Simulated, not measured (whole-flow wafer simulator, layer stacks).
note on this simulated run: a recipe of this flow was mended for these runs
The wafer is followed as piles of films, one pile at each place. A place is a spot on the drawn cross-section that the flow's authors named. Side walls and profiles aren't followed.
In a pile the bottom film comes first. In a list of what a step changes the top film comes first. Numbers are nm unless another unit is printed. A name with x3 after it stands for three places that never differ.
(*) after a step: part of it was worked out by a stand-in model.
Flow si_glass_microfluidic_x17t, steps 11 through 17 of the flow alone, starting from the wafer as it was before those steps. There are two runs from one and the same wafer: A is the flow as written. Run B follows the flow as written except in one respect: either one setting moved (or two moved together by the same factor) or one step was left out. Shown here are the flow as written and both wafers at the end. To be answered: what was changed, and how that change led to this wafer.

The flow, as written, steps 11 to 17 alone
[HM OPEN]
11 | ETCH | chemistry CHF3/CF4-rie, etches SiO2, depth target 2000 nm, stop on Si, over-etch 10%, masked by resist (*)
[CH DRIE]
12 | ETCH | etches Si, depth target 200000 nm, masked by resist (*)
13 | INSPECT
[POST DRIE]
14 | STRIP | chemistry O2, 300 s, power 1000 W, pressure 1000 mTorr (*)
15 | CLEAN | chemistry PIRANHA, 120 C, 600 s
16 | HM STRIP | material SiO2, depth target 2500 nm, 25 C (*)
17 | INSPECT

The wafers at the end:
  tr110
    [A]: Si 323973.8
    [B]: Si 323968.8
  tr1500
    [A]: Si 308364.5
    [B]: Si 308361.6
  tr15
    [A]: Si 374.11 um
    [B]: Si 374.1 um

Cause: step 11, ETCH: over-etch 13% was run, whereas the flow has over-etch 10%.

The path from the change to this, step by step:
  11 | ETCH | chemistry CHF3/CF4-rie, etches SiO2, depth target 2000 nm, stop on Si, over-etch 10%, masked by resist (*)
      tr110, tr1500, tr15: A SiO2 loses 2000 (all of it), Si loses 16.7 | B SiO2 loses 2000 (all of it), Si loses 21.7
      land: A thick-i-line-resist loses 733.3 | B thick-i-line-resist loses 753.3
  12 | ETCH | etches Si, depth target 200000 nm, masked by resist (*)
      tr15: A Si loses 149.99 um | B Si loses 150 um
